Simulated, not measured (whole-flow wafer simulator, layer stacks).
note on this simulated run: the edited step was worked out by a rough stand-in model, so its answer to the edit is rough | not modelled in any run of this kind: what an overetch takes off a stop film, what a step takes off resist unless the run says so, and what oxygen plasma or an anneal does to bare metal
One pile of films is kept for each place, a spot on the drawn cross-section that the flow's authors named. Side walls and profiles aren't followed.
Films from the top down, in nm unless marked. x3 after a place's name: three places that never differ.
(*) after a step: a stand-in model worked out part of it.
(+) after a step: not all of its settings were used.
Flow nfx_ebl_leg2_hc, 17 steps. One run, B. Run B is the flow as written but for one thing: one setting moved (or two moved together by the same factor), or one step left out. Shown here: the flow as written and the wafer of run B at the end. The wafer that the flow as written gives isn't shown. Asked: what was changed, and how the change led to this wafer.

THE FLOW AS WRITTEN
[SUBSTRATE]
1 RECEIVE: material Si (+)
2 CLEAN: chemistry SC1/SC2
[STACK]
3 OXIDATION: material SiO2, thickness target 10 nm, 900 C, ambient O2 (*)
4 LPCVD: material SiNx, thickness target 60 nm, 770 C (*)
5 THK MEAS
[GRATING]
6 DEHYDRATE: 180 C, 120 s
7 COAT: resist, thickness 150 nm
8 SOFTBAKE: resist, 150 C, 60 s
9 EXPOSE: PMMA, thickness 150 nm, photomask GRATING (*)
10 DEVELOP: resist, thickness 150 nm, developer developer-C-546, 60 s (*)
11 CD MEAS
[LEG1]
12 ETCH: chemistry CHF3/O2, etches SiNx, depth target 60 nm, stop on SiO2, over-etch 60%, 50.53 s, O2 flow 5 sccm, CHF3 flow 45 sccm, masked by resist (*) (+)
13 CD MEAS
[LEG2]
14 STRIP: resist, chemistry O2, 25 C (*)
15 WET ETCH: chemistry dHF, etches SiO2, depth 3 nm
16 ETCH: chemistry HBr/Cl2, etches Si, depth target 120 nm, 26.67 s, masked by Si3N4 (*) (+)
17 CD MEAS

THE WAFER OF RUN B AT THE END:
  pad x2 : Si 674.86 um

The cause: step 16, ETCH: depth target 135 nm was run, where the flow has depth target 120 nm.

How the change led to this, step by step:
  16 ETCH: chemistry HBr/Cl2, etches Si, depth target 120 nm, 26.67 s, masked by Si3N4 (*) (+)
      pad x2: Si -135 (as written it would be: Si -120)
